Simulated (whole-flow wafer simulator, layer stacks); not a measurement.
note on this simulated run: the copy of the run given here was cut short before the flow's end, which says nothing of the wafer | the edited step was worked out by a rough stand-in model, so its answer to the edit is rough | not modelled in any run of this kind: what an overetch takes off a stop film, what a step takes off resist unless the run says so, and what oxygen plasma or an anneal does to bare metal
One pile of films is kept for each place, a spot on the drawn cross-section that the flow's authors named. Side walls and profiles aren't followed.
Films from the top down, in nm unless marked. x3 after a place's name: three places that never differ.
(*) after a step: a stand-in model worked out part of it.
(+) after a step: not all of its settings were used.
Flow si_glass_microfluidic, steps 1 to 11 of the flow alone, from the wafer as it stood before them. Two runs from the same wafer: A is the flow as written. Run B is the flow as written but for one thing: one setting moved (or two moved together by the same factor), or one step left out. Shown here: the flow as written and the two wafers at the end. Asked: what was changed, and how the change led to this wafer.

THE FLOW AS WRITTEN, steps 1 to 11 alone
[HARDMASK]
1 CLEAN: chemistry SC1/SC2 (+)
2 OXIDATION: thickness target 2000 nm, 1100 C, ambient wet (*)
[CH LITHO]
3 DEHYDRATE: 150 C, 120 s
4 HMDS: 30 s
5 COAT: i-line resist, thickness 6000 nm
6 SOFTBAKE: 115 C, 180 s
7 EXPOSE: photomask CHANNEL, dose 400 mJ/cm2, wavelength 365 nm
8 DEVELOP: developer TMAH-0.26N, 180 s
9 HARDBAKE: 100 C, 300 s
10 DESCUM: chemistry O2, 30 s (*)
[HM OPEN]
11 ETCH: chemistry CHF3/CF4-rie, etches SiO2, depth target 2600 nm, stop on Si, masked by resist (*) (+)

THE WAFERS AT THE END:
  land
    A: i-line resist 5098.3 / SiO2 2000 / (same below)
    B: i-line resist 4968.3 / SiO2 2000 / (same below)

The cause: step 11, ETCH: depth target 2990 nm was run, where the flow has depth target 2600 nm.

How the change led to this, step by step:
  11 ETCH: chemistry CHF3/CF4-rie, etches SiO2, depth target 2600 nm, stop on Si, masked by resist (*) (+)
      land: A i-line resist -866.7 | B i-line resist -996.7
